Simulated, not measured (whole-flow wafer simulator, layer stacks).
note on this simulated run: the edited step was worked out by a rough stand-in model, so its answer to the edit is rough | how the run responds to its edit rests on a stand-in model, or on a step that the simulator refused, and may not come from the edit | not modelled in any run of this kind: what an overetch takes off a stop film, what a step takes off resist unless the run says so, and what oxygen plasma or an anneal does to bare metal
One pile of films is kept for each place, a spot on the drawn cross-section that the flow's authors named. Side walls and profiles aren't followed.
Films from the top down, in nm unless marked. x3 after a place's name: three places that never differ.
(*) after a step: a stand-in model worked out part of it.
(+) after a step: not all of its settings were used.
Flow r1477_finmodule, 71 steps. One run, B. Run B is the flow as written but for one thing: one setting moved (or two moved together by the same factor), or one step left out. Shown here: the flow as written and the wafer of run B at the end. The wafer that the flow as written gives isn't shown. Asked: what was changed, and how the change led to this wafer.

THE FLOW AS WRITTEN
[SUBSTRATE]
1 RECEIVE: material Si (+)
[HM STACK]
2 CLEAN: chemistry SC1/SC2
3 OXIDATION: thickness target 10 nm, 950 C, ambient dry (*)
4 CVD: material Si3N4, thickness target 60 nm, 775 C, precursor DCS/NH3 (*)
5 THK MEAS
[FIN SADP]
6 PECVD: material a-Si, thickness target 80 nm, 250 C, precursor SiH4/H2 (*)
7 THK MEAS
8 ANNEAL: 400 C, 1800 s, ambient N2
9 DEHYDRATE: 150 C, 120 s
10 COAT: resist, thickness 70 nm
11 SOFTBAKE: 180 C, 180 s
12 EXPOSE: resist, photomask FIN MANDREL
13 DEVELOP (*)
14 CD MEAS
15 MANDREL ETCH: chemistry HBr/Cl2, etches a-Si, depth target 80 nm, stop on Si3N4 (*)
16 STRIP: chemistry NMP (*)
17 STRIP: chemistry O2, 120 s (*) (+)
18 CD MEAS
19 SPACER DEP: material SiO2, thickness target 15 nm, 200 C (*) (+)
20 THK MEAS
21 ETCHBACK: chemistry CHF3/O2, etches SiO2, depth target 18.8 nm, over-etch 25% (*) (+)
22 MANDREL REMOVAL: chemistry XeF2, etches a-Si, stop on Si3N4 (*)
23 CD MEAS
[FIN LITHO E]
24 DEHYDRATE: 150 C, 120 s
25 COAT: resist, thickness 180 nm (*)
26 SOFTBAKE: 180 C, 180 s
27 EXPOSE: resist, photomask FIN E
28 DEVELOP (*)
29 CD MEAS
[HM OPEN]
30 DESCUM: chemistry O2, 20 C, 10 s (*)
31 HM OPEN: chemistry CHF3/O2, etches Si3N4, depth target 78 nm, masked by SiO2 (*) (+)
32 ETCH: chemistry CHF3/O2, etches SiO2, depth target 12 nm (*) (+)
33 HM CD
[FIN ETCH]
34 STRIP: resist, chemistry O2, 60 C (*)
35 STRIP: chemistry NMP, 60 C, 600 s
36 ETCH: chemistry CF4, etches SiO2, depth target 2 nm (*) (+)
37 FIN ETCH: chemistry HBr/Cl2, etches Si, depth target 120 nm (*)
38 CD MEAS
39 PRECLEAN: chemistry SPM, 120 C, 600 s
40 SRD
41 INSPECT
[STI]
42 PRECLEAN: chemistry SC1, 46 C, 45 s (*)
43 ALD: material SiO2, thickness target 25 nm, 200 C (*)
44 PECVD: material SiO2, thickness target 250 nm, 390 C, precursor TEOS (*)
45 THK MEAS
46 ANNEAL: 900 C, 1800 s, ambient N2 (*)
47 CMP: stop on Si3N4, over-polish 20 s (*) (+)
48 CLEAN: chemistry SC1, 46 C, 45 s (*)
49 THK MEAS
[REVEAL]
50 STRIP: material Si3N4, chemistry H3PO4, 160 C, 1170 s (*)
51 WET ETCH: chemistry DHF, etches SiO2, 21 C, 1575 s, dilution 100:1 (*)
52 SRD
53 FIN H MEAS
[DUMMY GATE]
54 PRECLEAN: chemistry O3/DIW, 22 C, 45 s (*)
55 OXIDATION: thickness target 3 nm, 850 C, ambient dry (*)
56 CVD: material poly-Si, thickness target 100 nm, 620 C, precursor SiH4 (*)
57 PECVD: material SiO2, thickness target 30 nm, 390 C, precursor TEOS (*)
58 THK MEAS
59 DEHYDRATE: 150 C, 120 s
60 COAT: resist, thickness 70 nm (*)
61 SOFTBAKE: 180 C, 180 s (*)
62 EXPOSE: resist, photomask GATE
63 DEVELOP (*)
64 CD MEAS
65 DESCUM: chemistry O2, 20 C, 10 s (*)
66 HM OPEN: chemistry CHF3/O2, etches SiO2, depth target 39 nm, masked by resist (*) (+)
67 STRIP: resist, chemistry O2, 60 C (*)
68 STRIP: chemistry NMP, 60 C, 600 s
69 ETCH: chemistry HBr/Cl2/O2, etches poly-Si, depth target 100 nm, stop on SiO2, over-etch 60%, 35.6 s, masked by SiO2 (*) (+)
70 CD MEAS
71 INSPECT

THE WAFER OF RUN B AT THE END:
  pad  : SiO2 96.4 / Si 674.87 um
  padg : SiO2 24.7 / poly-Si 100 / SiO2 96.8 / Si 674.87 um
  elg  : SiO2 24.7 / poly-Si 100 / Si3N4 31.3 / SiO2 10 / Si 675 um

The cause: step 51, WET ETCH: 1693 s was run, where the flow has 1575 s.

How the change led to this, step by step:
  51 WET ETCH: chemistry DHF, etches SiO2, 21 C, 1575 s, dilution 100:1 (*)
      pad, padg, e40sg and 12 more: SiO2 -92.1 (as written it would be: SiO2 -85.7)
      esg, s40cg, s45cg, s50cg, s40co, s45co, s50co: SiO2 -85 (as written it would be: SiO2 -79.1)
  56 CVD: material poly-Si, thickness target 100 nm, 620 C, precursor SiH4 (*)
      s40cg, s40co: poly-Si +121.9 (new film) (as written it would be: poly-Si +113.9 (new film))
      s45cg, s45co: poly-Si +119.3 (new film) (as written it would be: poly-Si +113.4 (new film))
      (and at 3 more places)
  60 COAT: resist, thickness 70 nm (*)
      e40sg, eso, e40so: resist +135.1 (new film) (as written it would be: resist +129.5 (new film))
      e100sg, e100so: resist +135.1 (new film) (as written it would be: resist +129.4 (new film))
      (and at 10 more places)
  63 DEVELOP (*)
      eso, e40so: resist -135.1 (all of it) (as written it would be: resist -129.5 (all of it))
      e100so: resist -135.1 (all of it) (as written it would be: resist -129.4 (all of it))
      (and at 5 more places)
  67 STRIP: resist, chemistry O2, 60 C (*)
      e40sg: resist -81 (all of it) (as written it would be: resist -75.4 (all of it))
      e100sg: resist -80.9 (all of it) (as written it would be: resist -75.3 (all of it))
      (and at 5 more places)
  69 ETCH: chemistry HBr/Cl2/O2, etches poly-Si, depth target 100 nm, stop on SiO2, over-etch 60%, 35.6 s, masked by SiO2 (*) (+)
      s40co: chemical SiO2 -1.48 (all of it), poly-Si -119.4 (all of it), SiO2 -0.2 (as written it would be: chemical SiO2 -1.46 (all of it), poly-Si -111.5 (all of it), SiO2 -0.24)
      s45co: chemical SiO2 -1.48 (all of it), poly-Si -116.8 (all of it), SiO2 -0.22 (as written it would be: chemical SiO2 -1.46 (all of it), poly-Si -110.9 (all of it), SiO2 -0.25)
      (and at 1 more place)
